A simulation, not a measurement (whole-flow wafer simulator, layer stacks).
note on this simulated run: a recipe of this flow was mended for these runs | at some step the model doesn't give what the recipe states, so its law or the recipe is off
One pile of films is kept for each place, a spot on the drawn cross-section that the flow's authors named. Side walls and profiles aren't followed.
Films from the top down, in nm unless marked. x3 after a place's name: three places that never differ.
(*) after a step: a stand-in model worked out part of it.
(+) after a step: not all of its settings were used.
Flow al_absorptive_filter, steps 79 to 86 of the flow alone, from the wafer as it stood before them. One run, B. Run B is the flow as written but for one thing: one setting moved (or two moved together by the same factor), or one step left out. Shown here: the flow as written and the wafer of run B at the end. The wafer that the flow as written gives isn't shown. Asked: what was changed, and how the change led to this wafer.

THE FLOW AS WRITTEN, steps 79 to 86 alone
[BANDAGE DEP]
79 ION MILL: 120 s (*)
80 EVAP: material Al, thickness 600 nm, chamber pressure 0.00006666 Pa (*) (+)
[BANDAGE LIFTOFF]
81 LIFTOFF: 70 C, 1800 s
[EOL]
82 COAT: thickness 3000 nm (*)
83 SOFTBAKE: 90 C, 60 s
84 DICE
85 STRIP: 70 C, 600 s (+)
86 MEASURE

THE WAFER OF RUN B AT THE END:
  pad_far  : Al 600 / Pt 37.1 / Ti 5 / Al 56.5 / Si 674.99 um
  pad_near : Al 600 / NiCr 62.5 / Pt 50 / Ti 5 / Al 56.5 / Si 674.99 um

The cause: step 79, ION MILL: 106 s was run, where the flow has 120 s.

How the change led to this, step by step:
  79 ION MILL: 120 s (*)
      gnd, ledge, res and 6 more: i-line-resist -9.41 (as written it would be: i-line-resist -10.7)
      xa_field, xl_land, idc_field: i-line-resist -9.42 (as written it would be: i-line-resist -10.7)
      (and at 2 more places)
